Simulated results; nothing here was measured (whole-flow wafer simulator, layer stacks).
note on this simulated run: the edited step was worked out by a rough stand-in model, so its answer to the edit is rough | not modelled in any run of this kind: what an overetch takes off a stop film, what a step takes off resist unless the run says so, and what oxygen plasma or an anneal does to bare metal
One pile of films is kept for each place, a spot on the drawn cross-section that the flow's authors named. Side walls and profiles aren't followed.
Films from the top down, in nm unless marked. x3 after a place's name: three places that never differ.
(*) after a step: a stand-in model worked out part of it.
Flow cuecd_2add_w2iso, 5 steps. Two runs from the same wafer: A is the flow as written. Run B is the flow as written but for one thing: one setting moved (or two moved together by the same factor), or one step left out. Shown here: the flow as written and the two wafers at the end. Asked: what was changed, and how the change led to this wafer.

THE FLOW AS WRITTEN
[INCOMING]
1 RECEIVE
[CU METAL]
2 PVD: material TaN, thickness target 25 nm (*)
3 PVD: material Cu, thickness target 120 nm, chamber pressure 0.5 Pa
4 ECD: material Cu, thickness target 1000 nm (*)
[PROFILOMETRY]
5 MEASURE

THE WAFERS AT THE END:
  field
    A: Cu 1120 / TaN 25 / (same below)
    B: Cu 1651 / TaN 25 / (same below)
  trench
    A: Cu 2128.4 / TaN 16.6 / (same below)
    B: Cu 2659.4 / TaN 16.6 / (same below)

The cause: step 4, ECD: thickness target 1531 nm was run, where the flow has thickness target 1000 nm.

How the change led to this, step by step:
  4 ECD: material Cu, thickness target 1000 nm (*)
      field: A Cu +1000 | B Cu +1531
      trench: A Cu +2047.6 | B Cu +2578.6
